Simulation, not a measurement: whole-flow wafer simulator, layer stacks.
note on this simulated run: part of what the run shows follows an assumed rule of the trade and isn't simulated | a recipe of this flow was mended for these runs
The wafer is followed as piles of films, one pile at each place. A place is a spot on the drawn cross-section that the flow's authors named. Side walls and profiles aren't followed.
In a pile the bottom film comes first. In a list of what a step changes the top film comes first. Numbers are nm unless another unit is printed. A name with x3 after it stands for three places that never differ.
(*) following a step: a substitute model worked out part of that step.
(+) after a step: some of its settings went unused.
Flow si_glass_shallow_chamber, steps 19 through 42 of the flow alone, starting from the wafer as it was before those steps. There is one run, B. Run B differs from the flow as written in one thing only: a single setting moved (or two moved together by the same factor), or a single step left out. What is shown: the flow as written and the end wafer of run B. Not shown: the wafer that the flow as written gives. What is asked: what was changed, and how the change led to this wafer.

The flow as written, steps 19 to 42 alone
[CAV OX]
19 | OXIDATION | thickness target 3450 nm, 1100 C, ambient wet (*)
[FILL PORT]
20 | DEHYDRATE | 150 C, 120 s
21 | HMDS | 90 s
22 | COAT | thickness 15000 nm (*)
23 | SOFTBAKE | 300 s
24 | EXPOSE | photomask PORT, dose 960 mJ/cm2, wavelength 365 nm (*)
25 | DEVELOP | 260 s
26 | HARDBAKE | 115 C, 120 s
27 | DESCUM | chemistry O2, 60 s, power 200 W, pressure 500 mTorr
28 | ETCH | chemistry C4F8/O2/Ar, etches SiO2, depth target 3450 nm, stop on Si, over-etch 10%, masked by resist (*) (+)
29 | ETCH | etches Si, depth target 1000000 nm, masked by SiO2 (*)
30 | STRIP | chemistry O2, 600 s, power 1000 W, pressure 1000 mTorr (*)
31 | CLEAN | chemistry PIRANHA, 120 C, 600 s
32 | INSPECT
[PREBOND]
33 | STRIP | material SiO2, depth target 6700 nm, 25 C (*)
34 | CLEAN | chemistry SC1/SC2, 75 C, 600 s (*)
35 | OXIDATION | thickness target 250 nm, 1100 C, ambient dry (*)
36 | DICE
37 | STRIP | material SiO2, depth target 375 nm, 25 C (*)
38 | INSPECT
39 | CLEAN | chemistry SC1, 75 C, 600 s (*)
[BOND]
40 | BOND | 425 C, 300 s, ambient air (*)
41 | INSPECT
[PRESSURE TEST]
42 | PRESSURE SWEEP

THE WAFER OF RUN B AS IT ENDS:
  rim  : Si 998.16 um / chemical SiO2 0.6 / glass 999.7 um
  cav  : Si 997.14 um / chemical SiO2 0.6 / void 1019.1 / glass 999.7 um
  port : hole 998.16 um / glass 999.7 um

The reason: step 19, OXIDATION: thickness target 3062 nm was run, whereas the flow has thickness target 3450 nm.

The path from the change to this, step by step:
  19 | OXIDATION | thickness target 3450 nm, 1100 C, ambient wet (*)
      rim, ramp, septum, ring: SiO2 gains 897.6, Si loses 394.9 (in the flow as written it would be: SiO2 gains 1110.9, Si loses 488.8)
      cav, port: SiO2 gains 3062 (new film), chemical SiO2 loses 0.6 (all of it), Si loses 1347 (in the flow as written it would be: SiO2 gains 3450 (new film), chemical SiO2 loses 0.6 (all of it), Si loses 1517.7)
  22 | COAT | thickness 15000 nm (*)
      rim: thick-i-line-resist gains 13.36 um (new film) (in the flow as written it would be: thick-i-line-resist gains 13.4 um (new film))
      ramp: thick-i-line-resist gains 12.84 um (new film) (in the flow as written it would be: thick-i-line-resist gains 12.89 um (new film))
      (also at 3 further places)
  23 | SOFTBAKE | 300 s
      rim: thick-i-line-resist loses 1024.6 (in the flow as written it would be: thick-i-line-resist loses 997)
      ramp: thick-i-line-resist loses 501.7 (in the flow as written it would be: thick-i-line-resist loses 487.1)
      (also at 4 further places)
  25 | DEVELOP | 260 s
      port: thick-i-line-resist loses 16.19 um (all of it) (in the flow as written it would be: thick-i-line-resist loses 16.16 um (all of it))
  28 | ETCH | chemistry C4F8/O2/Ar, etches SiO2, depth target 3450 nm, stop on Si, over-etch 10%, masked by resist (*) (+)
      rim, ramp, cav, septum, ring: thick-i-line-resist loses 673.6 (in the flow as written it would be: thick-i-line-resist loses 759)
      port: SiO2 loses 3062 (all of it), Si loses 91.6 (in the flow as written it would be: SiO2 loses 3450 (all of it), Si loses 43.1)
  29 | ETCH | etches Si, depth target 1000000 nm, masked by SiO2 (*)
      rim, ramp: thick-i-line-resist loses 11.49 um (all of it), SiO2 loses 1607.4 (in the flow as written it would be: thick-i-line-resist loses 11.47 um (all of it), SiO2 loses 1617.3)
      port: hole gains 997.17 um (new film), Si loses 997.17 um (all of it) (in the flow as written it would be: hole gains 997.05 um (new film), Si loses 997.05 um (all of it))
      (also at 2 further places)
  30 | STRIP | chemistry O2, 600 s, power 1000 W, pressure 1000 mTorr (*)
      cav: thick-i-line-resist loses 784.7 (all of it) (in the flow as written it would be: thick-i-line-resist loses 669.6 (all of it))
  33 | STRIP | material SiO2, depth target 6700 nm, 25 C (*)
      rim, ramp: SiO2 loses 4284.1 (all of it) (in the flow as written it would be: SiO2 loses 4487.5 (all of it))
      cav: SiO2 loses 3062 (all of it) (in the flow as written it would be: SiO2 loses 3450 (all of it))
      (also at 2 further places)
  40 | BOND | 425 C, 300 s, ambient air (*)
      cav: glass gains 999.7 um (new film), void gains 1019.1 (new film) (in the flow as written it would be: glass gains 999.7 um (new film), void gains 1095.9 (new film))
      port: glass gains 999.7 um (new film), hole gains 988.9 (in the flow as written it would be: glass gains 999.7 um (new film), hole gains 1017.3)
